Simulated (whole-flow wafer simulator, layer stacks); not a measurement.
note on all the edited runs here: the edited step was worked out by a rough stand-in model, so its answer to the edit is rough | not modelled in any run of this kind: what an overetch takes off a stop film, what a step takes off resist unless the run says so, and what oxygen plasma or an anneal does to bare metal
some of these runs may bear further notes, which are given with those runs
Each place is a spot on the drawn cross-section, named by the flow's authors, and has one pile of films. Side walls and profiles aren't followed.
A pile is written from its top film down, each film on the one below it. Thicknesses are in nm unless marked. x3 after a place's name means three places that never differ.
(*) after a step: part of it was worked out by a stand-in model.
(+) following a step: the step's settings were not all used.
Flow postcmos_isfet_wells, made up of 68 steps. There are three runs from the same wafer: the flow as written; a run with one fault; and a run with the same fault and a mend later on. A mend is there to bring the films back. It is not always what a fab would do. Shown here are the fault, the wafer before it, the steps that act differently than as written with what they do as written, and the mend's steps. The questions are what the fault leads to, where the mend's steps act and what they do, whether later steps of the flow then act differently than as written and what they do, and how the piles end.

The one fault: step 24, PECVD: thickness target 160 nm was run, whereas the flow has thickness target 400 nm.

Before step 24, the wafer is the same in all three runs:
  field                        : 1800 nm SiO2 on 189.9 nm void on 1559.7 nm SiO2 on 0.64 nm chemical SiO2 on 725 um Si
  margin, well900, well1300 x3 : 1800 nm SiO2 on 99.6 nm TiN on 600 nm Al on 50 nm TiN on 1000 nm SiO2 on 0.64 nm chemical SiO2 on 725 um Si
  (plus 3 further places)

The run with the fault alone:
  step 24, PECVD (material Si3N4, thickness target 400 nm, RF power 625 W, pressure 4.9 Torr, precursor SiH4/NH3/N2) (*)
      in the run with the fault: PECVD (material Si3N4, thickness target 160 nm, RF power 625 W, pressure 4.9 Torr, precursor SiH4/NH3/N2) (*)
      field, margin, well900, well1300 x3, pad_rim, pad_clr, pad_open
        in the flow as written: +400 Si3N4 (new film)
        in the run with the fault: +160 Si3N4 (new film)
  Later steps of the flow acting differently than as written (1 more step, not shown, differs only slightly: by at most 2% or 0.5 nm, whichever is larger):
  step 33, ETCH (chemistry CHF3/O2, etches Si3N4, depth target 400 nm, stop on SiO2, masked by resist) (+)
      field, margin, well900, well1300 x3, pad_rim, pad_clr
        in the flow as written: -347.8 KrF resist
        in the run with the fault: -208.7 KrF resist
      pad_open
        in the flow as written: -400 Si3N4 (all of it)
        in the run with the fault: -160 Si3N4 (all of it)
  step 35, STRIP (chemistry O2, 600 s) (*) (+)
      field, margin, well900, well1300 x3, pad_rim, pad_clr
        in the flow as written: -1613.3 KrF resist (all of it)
        in the run with the fault: -1752.4 KrF resist (all of it)
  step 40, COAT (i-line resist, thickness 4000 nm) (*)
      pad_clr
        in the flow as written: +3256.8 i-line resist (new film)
        in the run with the fault: +3331.9 i-line resist (new film)
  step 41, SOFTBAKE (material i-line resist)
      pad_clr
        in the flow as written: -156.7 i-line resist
        in the run with the fault: -133 i-line resist
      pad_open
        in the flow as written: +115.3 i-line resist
        in the run with the fault: +104.6 i-line resist
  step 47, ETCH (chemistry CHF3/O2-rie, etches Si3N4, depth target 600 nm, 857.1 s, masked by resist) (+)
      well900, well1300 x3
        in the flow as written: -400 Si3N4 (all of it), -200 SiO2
        in the run with the fault: -160 Si3N4 (all of it), -440 SiO2
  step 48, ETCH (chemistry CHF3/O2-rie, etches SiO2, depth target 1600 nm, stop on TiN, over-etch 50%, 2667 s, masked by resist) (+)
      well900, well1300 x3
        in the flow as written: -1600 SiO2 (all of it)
        in the run with the fault: -1360 SiO2 (all of it)
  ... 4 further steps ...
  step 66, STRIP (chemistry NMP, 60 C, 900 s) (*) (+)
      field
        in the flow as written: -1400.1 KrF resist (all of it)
        in the run with the fault: -1514 KrF resist (all of it)
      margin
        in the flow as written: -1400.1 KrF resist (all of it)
        in the run with the fault: -1513.9 KrF resist (all of it)
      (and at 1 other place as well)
  By the end, the piles at field, margin, pad_rim, pad_clr depart from the flow's by more than 2% or 0.5 nm, whichever is larger.
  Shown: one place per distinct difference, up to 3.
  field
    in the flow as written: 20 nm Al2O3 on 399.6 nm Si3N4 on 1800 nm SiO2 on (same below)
    in the run with the fault: 20 nm Al2O3 on 159.6 nm Si3N4 on 1800 nm SiO2 on (same below)
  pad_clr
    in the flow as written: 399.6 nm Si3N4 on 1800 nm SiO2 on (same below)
    in the run with the fault: 159.6 nm Si3N4 on 1800 nm SiO2 on (same below)

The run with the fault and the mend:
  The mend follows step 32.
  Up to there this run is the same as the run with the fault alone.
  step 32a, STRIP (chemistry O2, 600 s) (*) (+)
      field, margin, well900, well1300 x3, pad_rim, pad_clr
        -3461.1 KrF resist (all of it)
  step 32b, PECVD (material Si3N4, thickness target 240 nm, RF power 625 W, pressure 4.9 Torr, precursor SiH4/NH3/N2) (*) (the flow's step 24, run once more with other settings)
      field, margin, well900, well1300 x3, pad_rim, pad_clr, pad_open
        +240 Si3N4
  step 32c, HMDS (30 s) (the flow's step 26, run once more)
      leaves every film unchanged at each place that is followed
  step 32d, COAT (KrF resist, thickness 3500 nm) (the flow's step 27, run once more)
      field, margin, well900, well1300 x3, pad_rim, pad_clr, pad_open
        +3500 KrF resist (new film)
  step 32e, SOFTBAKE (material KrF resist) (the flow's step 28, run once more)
      leaves every film unchanged at each place that is followed
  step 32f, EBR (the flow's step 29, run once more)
      leaves every film unchanged at each place that is followed
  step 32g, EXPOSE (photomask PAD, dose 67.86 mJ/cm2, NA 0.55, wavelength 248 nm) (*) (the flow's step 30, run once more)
      leaves every film unchanged at each place that is followed
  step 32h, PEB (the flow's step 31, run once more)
      field, margin, well900, well1300 x3, pad_rim, pad_clr, pad_open
        -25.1 KrF resist
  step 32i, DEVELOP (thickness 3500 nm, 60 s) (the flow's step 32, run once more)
      field, margin, well900, well1300 x3, pad_rim, pad_clr
        -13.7 KrF resist
      pad_open
        -3474.9 KrF resist (all of it)
  Every later step of the flow that is run acts as written at every place that is followed.
  At every place that both follow, the piles at the end match the flow's.
